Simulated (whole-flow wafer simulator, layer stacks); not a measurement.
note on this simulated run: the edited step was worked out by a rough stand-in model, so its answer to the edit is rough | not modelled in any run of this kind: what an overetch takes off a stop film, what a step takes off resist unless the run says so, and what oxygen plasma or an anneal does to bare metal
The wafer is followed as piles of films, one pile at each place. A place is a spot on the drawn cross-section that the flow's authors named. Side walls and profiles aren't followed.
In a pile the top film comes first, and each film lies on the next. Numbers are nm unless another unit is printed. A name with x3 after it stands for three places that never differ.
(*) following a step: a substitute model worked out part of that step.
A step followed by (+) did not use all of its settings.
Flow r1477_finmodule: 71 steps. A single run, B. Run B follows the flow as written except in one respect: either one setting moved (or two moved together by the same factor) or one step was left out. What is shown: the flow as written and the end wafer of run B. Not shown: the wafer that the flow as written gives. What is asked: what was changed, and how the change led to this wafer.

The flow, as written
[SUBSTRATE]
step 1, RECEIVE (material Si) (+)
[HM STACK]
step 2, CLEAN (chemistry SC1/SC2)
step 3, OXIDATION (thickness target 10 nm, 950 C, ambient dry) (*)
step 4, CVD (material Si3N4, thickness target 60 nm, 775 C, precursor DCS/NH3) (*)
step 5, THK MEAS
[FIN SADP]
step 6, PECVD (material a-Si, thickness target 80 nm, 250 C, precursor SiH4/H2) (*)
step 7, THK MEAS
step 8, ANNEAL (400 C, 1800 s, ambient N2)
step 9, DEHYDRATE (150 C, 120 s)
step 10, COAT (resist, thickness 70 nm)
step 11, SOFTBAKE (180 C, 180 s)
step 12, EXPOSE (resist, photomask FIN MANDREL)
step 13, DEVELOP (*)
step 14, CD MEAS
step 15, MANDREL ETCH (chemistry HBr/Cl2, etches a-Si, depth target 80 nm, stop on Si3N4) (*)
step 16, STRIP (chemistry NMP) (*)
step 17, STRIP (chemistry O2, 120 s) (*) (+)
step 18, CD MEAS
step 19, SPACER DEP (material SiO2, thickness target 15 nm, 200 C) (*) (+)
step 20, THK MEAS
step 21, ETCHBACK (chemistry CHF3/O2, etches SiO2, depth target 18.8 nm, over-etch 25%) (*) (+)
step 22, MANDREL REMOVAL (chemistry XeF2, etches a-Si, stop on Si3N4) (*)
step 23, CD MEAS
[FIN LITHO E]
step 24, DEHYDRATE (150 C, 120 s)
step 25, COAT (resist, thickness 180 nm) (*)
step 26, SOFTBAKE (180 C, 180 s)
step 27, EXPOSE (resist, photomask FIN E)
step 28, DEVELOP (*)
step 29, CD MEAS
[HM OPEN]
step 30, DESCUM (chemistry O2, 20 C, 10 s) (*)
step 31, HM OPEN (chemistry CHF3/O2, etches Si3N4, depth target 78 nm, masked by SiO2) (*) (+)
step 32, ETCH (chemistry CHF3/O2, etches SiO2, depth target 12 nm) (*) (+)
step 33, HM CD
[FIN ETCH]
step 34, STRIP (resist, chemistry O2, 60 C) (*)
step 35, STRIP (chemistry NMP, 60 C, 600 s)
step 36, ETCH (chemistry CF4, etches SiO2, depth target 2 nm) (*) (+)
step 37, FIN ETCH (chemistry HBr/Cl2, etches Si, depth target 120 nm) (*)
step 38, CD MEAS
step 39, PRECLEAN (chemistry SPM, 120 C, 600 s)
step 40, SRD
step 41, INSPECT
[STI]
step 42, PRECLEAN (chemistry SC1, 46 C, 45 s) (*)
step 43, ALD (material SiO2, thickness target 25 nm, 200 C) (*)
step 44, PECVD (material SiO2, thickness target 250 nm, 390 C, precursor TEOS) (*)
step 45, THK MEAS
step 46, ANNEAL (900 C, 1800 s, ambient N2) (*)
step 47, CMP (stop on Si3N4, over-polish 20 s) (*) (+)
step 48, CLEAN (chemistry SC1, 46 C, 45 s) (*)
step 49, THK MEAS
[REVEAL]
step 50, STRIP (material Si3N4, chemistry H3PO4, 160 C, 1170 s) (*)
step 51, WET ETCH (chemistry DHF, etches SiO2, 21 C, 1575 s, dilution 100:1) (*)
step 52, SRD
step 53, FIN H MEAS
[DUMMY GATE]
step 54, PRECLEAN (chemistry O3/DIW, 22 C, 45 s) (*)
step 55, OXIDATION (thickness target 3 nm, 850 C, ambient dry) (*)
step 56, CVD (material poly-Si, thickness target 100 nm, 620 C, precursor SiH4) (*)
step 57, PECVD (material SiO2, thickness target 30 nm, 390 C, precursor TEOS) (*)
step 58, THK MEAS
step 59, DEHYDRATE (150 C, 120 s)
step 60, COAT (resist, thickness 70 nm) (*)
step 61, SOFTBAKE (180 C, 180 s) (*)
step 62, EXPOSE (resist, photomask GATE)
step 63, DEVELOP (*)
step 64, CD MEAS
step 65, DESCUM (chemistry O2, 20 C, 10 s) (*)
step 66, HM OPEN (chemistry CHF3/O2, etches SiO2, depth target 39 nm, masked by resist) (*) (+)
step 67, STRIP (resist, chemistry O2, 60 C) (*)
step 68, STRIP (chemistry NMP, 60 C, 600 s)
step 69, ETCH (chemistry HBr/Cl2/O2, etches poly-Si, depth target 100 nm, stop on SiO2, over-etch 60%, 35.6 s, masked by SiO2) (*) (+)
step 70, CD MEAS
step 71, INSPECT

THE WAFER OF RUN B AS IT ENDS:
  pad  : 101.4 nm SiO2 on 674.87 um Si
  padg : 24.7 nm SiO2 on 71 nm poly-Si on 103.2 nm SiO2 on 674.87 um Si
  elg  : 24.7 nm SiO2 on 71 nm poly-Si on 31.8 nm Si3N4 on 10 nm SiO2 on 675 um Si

The reason: step 56, CVD: thickness target 71 nm was run, though the flow has thickness target 100 nm.
The wafer lets one read it off: padg has poly-Si 71, and step 56 as written asks for 100 nm.

The path from the change to this, step by step:
  step 56, CVD (material poly-Si, thickness target 100 nm, 620 C, precursor SiH4) (*)
      pad, padg, elg and 26 more: +71 poly-Si (new film) (it would be, as written: +100 poly-Si (new film))
      s40cg, s40co: +84.1 poly-Si (new film) (it would be, as written: +113.9 poly-Si (new film))
      (and at 5 other places as well)
  step 67, STRIP (resist, chemistry O2, 60 C) (*)
      s40cg: -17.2 resist (all of it) (it would be, as written: -16.5 resist (all of it))
      s45cg: -17.8 resist (all of it) (it would be, as written: -16.9 resist (all of it))
      (and at 1 other place as well)
  step 69, ETCH (chemistry HBr/Cl2/O2, etches poly-Si, depth target 100 nm, stop on SiO2, over-etch 60%, 35.6 s, masked by SiO2) (*) (+)
      pad, eso, e40so and 8 more: -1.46 chemical SiO2 (all of it), -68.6 poly-Si (all of it), -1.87 SiO2 (it would be, as written: -1.46 chemical SiO2 (all of it), -97.6 poly-Si (all of it), -0.42 SiO2)
      elo, e40lo, e100lo, e200lo: -1.46 chemical SiO2 (all of it), -68.6 poly-Si (all of it), -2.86 Si3N4 (it would be, as written: -1.46 chemical SiO2 (all of it), -97.6 poly-Si (all of it), -0.22 Si3N4)
      (and at 3 other places as well)
